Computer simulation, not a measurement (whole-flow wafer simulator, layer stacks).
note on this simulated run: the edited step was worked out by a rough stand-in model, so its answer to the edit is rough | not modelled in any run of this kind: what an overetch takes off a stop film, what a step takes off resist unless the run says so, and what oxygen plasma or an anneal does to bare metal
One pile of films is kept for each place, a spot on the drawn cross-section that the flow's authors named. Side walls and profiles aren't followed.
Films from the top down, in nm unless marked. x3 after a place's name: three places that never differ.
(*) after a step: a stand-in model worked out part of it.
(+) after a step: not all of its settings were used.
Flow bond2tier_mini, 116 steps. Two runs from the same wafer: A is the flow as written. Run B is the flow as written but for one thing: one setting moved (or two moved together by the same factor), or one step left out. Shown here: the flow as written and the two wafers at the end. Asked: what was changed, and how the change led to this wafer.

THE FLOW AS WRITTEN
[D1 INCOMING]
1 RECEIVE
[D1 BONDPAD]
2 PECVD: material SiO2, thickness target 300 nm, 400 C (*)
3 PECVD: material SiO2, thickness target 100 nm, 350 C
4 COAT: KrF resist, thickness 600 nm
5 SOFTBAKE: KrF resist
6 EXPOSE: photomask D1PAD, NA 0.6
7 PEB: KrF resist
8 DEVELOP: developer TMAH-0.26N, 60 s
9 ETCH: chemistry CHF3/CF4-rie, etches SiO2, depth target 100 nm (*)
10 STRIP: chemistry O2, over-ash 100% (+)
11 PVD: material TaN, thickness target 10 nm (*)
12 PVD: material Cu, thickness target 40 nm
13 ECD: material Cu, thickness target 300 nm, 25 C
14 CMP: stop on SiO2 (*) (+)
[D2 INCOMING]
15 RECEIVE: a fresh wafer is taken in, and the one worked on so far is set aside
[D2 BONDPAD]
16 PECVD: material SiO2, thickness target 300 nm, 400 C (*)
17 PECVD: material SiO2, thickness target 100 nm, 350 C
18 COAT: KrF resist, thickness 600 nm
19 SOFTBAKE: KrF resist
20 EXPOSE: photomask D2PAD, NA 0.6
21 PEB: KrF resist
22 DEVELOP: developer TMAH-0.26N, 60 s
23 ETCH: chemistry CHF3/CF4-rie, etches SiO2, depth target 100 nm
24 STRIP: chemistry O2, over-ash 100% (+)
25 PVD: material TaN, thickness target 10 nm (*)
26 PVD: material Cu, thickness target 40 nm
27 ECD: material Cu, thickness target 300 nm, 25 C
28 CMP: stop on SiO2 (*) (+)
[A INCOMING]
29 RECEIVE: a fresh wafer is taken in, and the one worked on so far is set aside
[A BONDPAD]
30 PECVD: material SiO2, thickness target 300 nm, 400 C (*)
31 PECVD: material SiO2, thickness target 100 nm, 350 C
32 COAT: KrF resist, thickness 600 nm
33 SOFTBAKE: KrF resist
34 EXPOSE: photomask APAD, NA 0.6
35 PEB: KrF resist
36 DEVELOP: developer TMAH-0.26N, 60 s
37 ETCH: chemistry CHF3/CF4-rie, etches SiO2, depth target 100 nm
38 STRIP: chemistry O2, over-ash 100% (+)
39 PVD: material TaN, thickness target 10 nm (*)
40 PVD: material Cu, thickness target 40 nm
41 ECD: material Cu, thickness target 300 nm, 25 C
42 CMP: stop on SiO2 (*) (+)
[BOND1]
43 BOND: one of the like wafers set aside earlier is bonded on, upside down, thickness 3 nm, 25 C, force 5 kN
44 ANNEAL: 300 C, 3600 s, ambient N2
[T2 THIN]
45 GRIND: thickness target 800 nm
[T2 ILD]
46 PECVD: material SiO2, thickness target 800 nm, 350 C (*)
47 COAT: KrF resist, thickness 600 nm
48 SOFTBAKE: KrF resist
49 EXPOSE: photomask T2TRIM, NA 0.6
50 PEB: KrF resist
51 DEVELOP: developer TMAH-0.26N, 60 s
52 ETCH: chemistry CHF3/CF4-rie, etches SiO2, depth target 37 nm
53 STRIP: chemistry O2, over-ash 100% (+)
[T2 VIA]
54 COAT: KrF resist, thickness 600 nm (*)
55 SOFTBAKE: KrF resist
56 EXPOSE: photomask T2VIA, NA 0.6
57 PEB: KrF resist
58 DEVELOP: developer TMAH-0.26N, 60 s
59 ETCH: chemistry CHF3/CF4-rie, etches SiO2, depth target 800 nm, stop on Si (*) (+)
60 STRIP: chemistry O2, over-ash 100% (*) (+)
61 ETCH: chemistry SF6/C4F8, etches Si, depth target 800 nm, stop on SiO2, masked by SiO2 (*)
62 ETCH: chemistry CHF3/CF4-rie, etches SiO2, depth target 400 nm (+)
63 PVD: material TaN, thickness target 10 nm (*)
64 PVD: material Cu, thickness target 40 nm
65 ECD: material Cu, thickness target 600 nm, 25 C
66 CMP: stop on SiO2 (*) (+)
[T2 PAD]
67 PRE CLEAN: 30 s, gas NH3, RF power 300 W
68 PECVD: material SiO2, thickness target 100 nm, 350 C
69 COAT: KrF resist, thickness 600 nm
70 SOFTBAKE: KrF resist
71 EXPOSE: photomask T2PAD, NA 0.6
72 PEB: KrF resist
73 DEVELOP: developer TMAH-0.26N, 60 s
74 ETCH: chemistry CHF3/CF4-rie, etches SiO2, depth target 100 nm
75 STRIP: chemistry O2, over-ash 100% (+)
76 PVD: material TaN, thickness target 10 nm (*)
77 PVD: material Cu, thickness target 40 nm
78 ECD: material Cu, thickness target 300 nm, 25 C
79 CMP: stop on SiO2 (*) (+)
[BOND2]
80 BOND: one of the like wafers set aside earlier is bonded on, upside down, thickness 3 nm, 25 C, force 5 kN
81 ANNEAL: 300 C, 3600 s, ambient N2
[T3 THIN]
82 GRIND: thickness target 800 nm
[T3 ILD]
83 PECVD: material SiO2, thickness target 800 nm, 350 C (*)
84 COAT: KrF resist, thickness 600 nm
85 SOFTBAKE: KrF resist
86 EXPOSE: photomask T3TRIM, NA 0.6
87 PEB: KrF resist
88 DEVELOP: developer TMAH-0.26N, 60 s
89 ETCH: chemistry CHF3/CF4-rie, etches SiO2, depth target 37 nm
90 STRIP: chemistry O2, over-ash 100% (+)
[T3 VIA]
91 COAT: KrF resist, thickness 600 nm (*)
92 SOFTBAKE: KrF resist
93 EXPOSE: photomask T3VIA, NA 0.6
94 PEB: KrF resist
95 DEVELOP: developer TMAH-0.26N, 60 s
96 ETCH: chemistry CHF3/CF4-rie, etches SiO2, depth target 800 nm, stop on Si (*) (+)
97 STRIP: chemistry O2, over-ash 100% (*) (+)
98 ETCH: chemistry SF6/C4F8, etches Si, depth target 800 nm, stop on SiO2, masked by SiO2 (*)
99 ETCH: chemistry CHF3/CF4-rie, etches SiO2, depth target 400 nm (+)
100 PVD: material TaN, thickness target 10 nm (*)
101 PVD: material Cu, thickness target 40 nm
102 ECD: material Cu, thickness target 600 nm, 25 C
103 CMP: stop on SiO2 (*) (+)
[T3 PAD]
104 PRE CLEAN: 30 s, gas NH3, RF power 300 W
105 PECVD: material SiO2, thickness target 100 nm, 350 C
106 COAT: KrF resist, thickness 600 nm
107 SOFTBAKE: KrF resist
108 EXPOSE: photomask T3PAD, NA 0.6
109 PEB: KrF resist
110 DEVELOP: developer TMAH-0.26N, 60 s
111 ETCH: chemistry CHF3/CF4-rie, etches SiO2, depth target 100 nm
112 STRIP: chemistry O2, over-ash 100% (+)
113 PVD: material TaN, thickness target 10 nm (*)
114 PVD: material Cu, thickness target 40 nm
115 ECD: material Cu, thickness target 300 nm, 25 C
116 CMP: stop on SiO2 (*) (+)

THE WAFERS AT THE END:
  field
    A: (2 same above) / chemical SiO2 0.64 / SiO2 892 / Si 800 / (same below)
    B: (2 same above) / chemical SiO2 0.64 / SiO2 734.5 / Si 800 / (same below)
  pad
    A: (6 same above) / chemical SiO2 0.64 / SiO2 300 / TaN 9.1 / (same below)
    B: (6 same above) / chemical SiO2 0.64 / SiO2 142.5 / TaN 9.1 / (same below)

The cause: step 16, PECVD: thickness target 142.5 nm was run, where the flow has thickness target 300 nm.
It can be read off the wafer: pad has SiO2 142.5, and step 16 as written asks for 300 nm.

How the change led to this, step by step:
  16 PECVD: material SiO2, thickness target 300 nm, 400 C (*)
      field, pad, via: A SiO2 +300 (new film) | B SiO2 +142.5 (new film)
  80 BOND: one of the like wafers set aside earlier is bonded on, upside down, thickness 3 nm, 25 C, force 5 kN
      field: A Si +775 um (new film), chemical SiO2 +0.64 (new film), SiO2 +400 | B Si +775 um (new film), chemical SiO2 +0.64 (new film), SiO2 +242.5
      pad: A Si +775 um (new film), chemical SiO2 +0.64 (new film), SiO2 +300 (new film), TaN +9.1 (new film), Cu +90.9 | B Si +775 um (new film), chemical SiO2 +0.64 (new film), SiO2 +142.5 (new film), TaN +9.1 (new film), Cu +90.9
